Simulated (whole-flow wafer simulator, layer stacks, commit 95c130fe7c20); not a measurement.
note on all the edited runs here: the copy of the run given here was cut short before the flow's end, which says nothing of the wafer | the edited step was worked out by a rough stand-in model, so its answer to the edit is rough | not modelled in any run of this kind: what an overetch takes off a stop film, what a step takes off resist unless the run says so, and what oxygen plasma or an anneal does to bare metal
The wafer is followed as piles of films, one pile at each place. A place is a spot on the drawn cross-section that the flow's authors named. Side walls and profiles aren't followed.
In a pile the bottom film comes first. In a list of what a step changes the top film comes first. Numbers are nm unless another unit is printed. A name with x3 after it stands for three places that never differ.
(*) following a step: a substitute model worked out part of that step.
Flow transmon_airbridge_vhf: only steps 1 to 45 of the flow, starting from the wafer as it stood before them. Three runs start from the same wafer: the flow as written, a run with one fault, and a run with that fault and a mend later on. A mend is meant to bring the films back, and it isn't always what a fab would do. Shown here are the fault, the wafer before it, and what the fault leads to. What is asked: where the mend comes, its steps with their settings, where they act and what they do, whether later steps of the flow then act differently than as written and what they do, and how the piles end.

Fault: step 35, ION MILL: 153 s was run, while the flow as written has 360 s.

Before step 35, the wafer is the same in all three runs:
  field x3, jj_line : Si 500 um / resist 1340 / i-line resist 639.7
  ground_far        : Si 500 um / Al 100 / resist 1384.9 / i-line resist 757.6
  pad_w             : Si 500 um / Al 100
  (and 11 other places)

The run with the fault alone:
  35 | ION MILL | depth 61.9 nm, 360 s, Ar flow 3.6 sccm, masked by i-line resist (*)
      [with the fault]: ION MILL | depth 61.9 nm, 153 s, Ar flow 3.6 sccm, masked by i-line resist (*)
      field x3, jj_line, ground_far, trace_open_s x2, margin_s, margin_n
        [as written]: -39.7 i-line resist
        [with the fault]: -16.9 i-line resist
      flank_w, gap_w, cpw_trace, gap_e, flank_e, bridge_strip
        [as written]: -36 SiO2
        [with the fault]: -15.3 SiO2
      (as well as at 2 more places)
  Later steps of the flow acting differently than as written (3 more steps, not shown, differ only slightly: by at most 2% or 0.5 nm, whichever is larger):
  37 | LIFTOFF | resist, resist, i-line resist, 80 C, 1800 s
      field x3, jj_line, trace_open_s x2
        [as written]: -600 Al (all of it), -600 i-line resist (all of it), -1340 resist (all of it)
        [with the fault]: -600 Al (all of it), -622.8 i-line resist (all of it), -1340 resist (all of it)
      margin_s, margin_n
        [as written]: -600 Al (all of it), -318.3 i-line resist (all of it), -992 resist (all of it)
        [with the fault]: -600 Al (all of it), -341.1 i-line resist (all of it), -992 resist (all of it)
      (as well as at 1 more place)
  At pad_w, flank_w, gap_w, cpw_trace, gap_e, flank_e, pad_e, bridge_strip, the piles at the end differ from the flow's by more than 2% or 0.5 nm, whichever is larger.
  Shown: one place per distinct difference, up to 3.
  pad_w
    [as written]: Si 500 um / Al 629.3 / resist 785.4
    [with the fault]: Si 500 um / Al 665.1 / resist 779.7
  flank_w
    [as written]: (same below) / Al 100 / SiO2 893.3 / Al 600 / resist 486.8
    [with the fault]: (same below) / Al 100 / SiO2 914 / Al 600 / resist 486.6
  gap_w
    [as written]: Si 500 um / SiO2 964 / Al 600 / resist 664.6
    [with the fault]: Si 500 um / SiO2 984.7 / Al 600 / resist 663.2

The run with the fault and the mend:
  The mend stands after step 35.
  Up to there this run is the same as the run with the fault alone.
  35a | ION MILL | depth 61.9 nm, 207 s, Ar flow 3.6 sccm, masked by i-line resist (*) (a further turn of the flow's step 35, with different settings)
      field x3, jj_line, ground_far, trace_open_s x2, margin_s, margin_n
        -22.8 i-line resist
      flank_w, gap_w, cpw_trace, gap_e, flank_e, bridge_strip
        -20.7 SiO2
      pad_w, pad_e
        -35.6 Al
  Later steps of the flow that are run all act as written at every place that is followed.
  At every place that both follow, the piles at the end match the flow's.
